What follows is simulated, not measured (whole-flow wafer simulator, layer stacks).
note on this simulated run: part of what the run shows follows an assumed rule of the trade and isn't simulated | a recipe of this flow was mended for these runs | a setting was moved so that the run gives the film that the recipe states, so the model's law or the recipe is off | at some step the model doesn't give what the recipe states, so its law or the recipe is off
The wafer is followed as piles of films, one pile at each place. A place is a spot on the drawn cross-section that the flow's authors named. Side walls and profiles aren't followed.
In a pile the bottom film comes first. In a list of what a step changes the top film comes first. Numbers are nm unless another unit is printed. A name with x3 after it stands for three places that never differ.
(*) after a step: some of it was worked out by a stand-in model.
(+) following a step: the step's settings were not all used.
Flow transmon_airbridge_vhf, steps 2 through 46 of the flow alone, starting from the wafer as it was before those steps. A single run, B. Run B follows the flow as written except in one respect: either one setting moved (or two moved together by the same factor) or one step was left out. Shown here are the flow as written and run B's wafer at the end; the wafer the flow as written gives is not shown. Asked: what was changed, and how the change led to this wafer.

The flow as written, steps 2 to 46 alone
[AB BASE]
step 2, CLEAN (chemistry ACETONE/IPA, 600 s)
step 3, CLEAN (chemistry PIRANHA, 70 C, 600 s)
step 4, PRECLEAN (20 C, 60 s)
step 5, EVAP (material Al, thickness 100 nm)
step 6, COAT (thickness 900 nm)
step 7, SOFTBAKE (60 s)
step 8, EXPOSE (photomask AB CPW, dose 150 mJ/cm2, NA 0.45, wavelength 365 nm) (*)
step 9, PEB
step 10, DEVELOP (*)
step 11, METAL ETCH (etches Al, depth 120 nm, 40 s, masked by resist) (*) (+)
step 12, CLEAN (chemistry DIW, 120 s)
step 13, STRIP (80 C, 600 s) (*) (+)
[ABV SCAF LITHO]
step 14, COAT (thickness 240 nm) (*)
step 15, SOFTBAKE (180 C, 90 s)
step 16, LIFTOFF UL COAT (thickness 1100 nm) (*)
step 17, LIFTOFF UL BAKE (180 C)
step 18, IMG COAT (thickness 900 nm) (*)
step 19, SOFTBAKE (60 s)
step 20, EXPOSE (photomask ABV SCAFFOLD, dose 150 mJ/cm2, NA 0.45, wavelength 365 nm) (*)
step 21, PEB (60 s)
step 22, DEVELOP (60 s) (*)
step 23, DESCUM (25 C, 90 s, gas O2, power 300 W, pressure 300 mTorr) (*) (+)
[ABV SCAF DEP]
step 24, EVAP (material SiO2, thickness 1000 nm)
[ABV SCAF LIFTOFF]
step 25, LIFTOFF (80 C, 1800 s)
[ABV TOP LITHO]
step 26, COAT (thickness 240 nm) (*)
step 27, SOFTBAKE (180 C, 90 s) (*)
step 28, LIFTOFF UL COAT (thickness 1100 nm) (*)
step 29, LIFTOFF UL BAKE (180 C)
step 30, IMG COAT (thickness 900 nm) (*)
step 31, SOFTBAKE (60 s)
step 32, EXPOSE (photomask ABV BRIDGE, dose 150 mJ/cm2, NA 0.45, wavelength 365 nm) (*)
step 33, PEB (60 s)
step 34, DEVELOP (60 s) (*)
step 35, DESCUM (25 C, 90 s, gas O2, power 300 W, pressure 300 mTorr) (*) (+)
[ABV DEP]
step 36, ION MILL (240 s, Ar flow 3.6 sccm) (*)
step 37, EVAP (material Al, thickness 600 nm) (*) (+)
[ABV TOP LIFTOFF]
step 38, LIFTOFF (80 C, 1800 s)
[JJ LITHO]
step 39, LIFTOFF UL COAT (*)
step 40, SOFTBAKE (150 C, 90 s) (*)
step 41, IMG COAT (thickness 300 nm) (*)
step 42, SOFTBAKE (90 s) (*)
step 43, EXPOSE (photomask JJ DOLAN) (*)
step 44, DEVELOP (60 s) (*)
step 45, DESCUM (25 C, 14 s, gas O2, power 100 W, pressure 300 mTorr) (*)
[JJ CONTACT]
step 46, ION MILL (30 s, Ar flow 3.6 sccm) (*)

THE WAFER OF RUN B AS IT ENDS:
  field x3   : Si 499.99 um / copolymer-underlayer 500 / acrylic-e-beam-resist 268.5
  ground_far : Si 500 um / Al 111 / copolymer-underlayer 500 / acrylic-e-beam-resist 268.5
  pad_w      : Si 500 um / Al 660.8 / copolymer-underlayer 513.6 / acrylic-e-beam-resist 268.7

What caused this: step 5, EVAP: thickness 111 nm was run, whereas the flow has thickness 100 nm.
One can read it off the wafer: ground_far has Al 111, and step 5 as written asks for 100 nm.

The path from the change to this, step by step:
  step 5, EVAP (material Al, thickness 100 nm)
      field x3, jj_line, ground_far and 12 more: +111 Al (new film) (as written it would have been: +100 Al (new film))
  step 11, METAL ETCH (etches Al, depth 120 nm, 40 s, masked by resist) (*) (+)
      field x3, jj_line, gap_w, gap_e: -97.7 Al (all of it), -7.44 Si (as written it would have been: -86.7 Al (all of it), -11.1 Si)
